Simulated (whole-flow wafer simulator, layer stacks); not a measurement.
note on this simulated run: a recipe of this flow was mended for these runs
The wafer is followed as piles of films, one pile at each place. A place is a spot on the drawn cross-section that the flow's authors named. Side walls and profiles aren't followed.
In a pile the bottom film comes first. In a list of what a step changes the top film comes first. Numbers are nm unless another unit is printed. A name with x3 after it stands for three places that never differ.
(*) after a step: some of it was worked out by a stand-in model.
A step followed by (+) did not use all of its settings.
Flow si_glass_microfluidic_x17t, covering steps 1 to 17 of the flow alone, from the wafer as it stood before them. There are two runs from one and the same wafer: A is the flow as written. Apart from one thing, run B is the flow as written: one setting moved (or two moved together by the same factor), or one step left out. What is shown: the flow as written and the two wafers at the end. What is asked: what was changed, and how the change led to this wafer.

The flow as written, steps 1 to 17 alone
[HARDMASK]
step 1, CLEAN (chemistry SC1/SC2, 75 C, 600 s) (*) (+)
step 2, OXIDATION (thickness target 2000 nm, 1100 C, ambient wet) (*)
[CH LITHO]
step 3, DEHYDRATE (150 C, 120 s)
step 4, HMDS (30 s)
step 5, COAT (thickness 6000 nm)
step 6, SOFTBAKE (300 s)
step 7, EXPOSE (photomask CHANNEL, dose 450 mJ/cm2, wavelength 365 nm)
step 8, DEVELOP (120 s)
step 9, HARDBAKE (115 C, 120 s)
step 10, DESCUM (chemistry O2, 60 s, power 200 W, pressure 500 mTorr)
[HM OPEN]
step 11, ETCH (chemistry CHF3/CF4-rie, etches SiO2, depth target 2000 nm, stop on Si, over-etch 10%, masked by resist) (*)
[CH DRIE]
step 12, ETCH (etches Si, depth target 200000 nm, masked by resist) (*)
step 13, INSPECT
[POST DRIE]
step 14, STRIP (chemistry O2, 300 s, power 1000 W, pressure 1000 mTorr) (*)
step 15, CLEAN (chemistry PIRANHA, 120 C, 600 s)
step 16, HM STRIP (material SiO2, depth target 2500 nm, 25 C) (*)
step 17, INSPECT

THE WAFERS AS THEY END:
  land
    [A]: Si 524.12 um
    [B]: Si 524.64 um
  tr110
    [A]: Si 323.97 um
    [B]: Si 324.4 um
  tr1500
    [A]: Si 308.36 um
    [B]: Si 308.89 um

Cause: step 2, OXIDATION: thickness target 800 nm was run, though the flow has thickness target 2000 nm.

The path from the change to this, step by step:
  step 2, OXIDATION (thickness target 2000 nm, 1100 C, ambient wet) (*)
      land, tr110, tr1500, tr15: A SiO2 gains 2000 (new film), chemical SiO2 loses 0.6 (all of it), Si loses 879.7 | B SiO2 gains 800 (new film), chemical SiO2 loses 0.6 (all of it), Si loses 351.7
  step 11, ETCH (chemistry CHF3/CF4-rie, etches SiO2, depth target 2000 nm, stop on Si, over-etch 10%, masked by resist) (*)
      tr110, tr1500, tr15: A SiO2 loses 2000 (all of it), Si loses 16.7 | B SiO2 loses 800 (all of it), Si loses 116.7
      land: A thick-i-line-resist loses 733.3 | B thick-i-line-resist loses 293.3
  step 12, ETCH (etches Si, depth target 200000 nm, masked by resist) (*)
      tr1500: A Si loses 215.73 um | B Si loses 215.64 um
      tr15: A Si loses 149.99 um | B Si loses 150.23 um
  step 14, STRIP (chemistry O2, 300 s, power 1000 W, pressure 1000 mTorr) (*)
      land: A thick-i-line-resist loses 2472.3 (all of it) | B thick-i-line-resist loses 2913.5 (all of it)
  step 16, HM STRIP (material SiO2, depth target 2500 nm, 25 C) (*)
      land: A SiO2 loses 2000 (all of it) | B SiO2 loses 800 (all of it)
